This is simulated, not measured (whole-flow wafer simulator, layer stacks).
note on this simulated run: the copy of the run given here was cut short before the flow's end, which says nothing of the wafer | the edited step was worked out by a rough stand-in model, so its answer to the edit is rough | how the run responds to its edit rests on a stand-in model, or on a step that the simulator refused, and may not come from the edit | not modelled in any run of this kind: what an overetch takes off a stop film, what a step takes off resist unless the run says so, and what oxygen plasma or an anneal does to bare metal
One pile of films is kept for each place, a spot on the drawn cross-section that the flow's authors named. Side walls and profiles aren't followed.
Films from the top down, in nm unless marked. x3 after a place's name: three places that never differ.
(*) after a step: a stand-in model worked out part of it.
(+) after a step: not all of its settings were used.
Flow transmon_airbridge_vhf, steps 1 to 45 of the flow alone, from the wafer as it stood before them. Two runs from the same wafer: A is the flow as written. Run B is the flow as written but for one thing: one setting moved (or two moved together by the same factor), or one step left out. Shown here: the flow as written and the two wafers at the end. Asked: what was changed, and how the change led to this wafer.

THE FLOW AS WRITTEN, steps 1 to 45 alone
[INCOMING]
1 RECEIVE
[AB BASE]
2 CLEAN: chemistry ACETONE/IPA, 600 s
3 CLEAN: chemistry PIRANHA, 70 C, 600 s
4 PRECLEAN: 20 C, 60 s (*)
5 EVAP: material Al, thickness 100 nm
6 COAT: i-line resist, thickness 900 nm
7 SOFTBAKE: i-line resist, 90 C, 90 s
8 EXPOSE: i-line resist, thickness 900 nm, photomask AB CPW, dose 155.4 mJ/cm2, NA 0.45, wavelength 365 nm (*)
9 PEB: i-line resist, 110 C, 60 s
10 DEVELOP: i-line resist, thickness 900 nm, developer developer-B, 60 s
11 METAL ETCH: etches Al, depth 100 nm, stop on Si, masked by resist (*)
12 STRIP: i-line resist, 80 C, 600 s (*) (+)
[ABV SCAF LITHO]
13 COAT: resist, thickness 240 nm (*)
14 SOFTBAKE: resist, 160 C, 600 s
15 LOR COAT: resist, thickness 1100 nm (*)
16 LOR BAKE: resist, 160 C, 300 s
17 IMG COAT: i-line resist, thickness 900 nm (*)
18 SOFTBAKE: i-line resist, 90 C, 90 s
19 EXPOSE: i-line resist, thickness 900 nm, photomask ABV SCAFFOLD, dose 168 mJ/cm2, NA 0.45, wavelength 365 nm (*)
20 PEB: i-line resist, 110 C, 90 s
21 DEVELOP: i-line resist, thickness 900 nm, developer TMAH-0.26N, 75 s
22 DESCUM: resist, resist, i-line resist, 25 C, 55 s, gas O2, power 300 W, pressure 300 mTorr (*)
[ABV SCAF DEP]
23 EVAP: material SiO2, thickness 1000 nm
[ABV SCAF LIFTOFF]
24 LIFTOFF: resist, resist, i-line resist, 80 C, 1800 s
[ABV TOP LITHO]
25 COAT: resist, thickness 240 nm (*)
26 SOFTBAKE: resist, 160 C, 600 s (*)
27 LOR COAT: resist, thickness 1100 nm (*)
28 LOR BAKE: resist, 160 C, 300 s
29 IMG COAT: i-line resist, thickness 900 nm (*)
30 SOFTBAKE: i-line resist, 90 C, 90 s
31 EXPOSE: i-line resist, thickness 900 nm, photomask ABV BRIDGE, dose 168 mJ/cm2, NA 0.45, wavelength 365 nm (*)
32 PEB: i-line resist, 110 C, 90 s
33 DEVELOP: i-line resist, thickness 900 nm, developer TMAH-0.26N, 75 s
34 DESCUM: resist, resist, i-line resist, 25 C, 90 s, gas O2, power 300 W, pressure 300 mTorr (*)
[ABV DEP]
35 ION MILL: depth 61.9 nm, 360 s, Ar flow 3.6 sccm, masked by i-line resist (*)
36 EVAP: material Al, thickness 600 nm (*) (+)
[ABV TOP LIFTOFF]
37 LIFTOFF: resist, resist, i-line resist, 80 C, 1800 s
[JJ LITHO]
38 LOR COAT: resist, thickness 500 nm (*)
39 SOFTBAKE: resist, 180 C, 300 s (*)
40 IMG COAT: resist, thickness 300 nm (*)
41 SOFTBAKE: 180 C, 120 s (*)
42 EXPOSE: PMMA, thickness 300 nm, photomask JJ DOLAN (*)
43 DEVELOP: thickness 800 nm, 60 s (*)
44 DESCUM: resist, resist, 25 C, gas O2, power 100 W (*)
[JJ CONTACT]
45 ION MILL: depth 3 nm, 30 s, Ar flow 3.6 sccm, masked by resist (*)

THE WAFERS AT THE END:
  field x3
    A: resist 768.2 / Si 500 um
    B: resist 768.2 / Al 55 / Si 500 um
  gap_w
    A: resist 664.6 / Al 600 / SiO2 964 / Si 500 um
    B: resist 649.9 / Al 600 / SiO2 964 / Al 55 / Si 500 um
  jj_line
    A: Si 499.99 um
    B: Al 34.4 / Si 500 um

The cause: step 11, METAL ETCH: depth 45 nm was run, where the flow has depth 100 nm.

How the change led to this, step by step:
  11 METAL ETCH: etches Al, depth 100 nm, stop on Si, masked by resist (*)
      field x3, jj_line, gap_w, gap_e: A Al -100 (all of it) | B Al -45
      ground_far, pad_w, flank_w and 8 more: A i-line resist -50 | B i-line resist -22.5
  12 STRIP: i-line resist, 80 C, 600 s (*) (+)
      ground_far, pad_w, flank_w and 8 more: A i-line resist -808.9 (all of it) | B i-line resist -836.4 (all of it)
  13 COAT: resist, thickness 240 nm (*)
      flank_w, flank_e: A resist +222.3 (new film) | B resist +231.2 (new film)
      gap_w, gap_e: A resist +251.7 (new film) | B resist +245.7 (new film)
  22 DESCUM: resist, resist, i-line resist, 25 C, 55 s, gas O2, power 300 W, pressure 300 mTorr (*)
      flank_w, flank_e: A resist -222.3 (all of it) | B resist -231.2 (all of it)
      gap_w, gap_e: A resist -251.7 (all of it) | B resist -245.7 (all of it)
  25 COAT: resist, thickness 240 nm (*)
      flank_w, flank_e: A resist +152.6 (new film) | B resist +159.4 (new film)
      gap_w, gap_e: A resist +210.7 (new film) | B resist +204.7 (new film)
  29 IMG COAT: i-line resist, thickness 900 nm (*)
      gap_w, gap_e: A i-line resist +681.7 (new film) | B i-line resist +667.3 (new film)
  32 PEB: i-line resist, 110 C, 90 s
      gap_w, gap_e: A i-line resist -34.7 | B i-line resist -34
  33 DEVELOP: i-line resist, thickness 900 nm, developer TMAH-0.26N, 75 s
      gap_w, gap_e: A i-line resist -646.9 (all of it), resist -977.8 | B i-line resist -633.3 (all of it), resist -962.2
  34 DESCUM: resist, resist, i-line resist, 25 C, 90 s, gas O2, power 300 W, pressure 300 mTorr (*)
      flank_w, flank_e: A resist -152.6 (all of it) | B resist -159.4 (all of it)
      gap_w, gap_e: A resist -210.7 (all of it) | B resist -204.7 (all of it)
  38 LOR COAT: resist, thickness 500 nm (*)
      gap_w, gap_e: A resist +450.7 (new film) | B resist +441.1 (new film)
  40 IMG COAT: resist, thickness 300 nm (*)
      flank_w, flank_e: A resist +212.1 | B resist +219.9
      gap_w, gap_e: A resist +245.7 | B resist +240.6
  45 ION MILL: depth 3 nm, 30 s, Ar flow 3.6 sccm, masked by resist (*)
      jj_line: A Si -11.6 | B Al -20.6
Counting metal films that touch as one body, field x3 has 1 body; the flow as written gives 0 bodies.
Counting metal films that touch as one body, gap_w has 2 bodies (between them, from the top down: SiO2 964); the flow as written gives 1 body.
Counting metal films that touch as one body, jj_line has 1 body; the flow as written gives 0 bodies.
